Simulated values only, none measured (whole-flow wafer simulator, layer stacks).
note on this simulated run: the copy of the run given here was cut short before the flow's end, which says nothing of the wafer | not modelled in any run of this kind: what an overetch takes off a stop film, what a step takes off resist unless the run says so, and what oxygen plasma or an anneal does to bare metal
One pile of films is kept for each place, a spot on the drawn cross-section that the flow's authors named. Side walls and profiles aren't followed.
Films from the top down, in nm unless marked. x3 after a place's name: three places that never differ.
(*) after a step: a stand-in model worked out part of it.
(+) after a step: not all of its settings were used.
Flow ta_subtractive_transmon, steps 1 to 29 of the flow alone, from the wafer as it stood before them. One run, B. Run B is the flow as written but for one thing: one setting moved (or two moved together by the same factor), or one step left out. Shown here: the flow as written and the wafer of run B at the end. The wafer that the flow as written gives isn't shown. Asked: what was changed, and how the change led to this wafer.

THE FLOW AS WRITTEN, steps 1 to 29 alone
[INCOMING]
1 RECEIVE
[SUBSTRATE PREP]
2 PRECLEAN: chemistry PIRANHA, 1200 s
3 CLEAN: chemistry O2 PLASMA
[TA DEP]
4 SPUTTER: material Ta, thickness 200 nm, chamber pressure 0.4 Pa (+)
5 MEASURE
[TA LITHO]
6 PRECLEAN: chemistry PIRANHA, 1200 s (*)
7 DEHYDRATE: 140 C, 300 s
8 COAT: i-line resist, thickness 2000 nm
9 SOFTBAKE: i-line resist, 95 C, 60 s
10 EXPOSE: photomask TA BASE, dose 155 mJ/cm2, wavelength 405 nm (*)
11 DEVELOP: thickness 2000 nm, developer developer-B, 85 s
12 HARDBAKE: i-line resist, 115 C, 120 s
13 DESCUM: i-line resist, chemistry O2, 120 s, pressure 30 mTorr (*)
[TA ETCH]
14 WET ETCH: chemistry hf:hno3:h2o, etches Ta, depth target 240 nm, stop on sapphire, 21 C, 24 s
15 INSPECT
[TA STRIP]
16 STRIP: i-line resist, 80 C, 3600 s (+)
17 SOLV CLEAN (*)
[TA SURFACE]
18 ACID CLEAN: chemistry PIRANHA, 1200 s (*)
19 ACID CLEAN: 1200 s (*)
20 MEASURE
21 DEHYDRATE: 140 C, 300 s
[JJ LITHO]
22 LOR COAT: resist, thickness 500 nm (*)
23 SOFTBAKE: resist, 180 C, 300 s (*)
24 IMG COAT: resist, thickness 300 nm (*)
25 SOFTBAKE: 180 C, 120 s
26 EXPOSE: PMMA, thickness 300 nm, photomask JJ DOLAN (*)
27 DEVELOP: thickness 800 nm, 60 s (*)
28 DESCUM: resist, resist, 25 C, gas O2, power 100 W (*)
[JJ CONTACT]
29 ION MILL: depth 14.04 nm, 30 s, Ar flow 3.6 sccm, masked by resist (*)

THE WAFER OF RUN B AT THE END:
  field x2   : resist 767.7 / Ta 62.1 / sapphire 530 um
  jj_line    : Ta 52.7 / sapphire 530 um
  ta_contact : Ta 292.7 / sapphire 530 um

The cause: step 4, SPUTTER: thickness 302.4 nm was run, where the flow has thickness 200 nm.

How the change led to this, step by step:
  4 SPUTTER: material Ta, thickness 200 nm, chamber pressure 0.4 Pa (+)
      field x2, jj_line, lead, ta_contact, ta_pad: Ta +302.4 (new film) (as written it would be: Ta +200 (new film))
  14 WET ETCH: chemistry hf:hno3:h2o, etches Ta, depth target 240 nm, stop on sapphire, 21 C, 24 s
      field x2, jj_line, lead: Ta -240 (as written it would be: Ta -200 (all of it))
  22 LOR COAT: resist, thickness 500 nm (*)
      ta_contact: resist +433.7 (new film) (as written it would be: resist +443.8 (new film))
  29 ION MILL: depth 14.04 nm, 30 s, Ar flow 3.6 sccm, masked by resist (*)
      jj_line, lead: Ta -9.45 (as written it would be: sapphire -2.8)
Counting metal films that touch as one body, field x2 has 1 body; the flow as written gives 0 bodies.
Counting metal films that touch as one body, jj_line has 1 body; the flow as written gives 0 bodies.
